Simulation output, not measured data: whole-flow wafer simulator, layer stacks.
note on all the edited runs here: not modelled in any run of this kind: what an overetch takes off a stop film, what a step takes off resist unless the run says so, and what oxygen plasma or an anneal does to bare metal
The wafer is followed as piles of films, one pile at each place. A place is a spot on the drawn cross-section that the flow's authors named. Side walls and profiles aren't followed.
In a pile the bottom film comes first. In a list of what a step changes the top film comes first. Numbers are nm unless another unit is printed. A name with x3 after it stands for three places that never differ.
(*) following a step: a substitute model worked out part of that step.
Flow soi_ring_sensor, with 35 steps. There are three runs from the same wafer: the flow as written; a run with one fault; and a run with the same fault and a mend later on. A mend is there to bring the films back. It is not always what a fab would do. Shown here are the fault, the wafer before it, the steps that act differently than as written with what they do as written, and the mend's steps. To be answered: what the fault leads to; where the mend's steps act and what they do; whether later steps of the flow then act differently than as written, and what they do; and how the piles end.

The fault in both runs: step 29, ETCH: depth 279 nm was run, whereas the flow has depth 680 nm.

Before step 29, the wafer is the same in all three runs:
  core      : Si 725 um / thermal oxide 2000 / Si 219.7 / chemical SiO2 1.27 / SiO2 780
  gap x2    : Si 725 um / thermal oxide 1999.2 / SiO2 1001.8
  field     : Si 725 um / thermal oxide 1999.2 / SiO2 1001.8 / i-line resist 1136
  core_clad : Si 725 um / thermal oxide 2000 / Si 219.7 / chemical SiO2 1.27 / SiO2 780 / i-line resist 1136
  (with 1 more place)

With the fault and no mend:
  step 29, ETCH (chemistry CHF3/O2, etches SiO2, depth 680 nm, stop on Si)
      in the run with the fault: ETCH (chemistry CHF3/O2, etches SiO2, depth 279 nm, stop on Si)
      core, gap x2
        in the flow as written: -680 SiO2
        in the run with the fault: -279 SiO2
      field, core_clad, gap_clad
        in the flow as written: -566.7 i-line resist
        in the run with the fault: -232.5 i-line resist
  Later steps of the flow acting differently than as written:
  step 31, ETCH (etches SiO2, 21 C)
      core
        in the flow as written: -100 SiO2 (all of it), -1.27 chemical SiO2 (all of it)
        in the run with the fault: -462 SiO2
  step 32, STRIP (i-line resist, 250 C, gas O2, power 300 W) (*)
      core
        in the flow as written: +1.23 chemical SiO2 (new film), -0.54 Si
        in the run with the fault: nothing
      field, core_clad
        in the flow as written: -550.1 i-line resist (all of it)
        in the run with the fault: -884.2 i-line resist (all of it)
  At core, the piles at the end differ from the flow's by more than 2% or 0.5 nm, whichever is larger.
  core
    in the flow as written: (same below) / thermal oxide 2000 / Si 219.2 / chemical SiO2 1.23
    in the run with the fault: (same below) / thermal oxide 2000 / Si 219.7 / chemical SiO2 1.27 / SiO2 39

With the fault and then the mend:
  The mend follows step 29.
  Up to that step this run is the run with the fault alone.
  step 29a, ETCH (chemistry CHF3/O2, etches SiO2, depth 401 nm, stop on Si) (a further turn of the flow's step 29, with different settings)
      core, gap x2
        -401 SiO2
      field, core_clad, gap_clad
        -334.2 i-line resist
  Later steps of the flow that are run all act as written at every place that is followed.
  At every place that both follow, the piles at the end match the flow's.
